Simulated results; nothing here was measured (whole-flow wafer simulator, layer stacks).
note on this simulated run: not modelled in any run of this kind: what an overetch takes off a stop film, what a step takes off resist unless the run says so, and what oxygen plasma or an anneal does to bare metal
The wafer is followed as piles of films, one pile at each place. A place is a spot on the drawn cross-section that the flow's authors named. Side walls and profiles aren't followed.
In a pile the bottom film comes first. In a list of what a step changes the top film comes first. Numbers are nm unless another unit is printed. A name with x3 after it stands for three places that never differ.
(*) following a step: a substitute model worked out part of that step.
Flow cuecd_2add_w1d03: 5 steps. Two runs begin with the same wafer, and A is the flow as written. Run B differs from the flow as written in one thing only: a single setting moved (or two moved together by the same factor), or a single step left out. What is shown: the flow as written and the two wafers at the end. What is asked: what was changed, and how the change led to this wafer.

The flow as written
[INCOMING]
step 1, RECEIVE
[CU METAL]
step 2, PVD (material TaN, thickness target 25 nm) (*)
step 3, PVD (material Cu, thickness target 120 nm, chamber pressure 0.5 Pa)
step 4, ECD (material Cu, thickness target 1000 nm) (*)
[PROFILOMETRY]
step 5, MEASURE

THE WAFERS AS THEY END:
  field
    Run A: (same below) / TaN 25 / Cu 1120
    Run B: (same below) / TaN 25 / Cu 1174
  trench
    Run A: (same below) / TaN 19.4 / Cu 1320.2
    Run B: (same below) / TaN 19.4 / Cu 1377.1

Cause: step 3, PVD: thickness target 174 nm was run, whereas the flow has thickness target 120 nm.

The path from the change to this, step by step:
  step 3, PVD (material Cu, thickness target 120 nm, chamber pressure 0.5 Pa)
      field: A +120 Cu (new film) | B +174 Cu (new film)
      trench: A +93.4 Cu (new film) | B +135.4 Cu (new film)
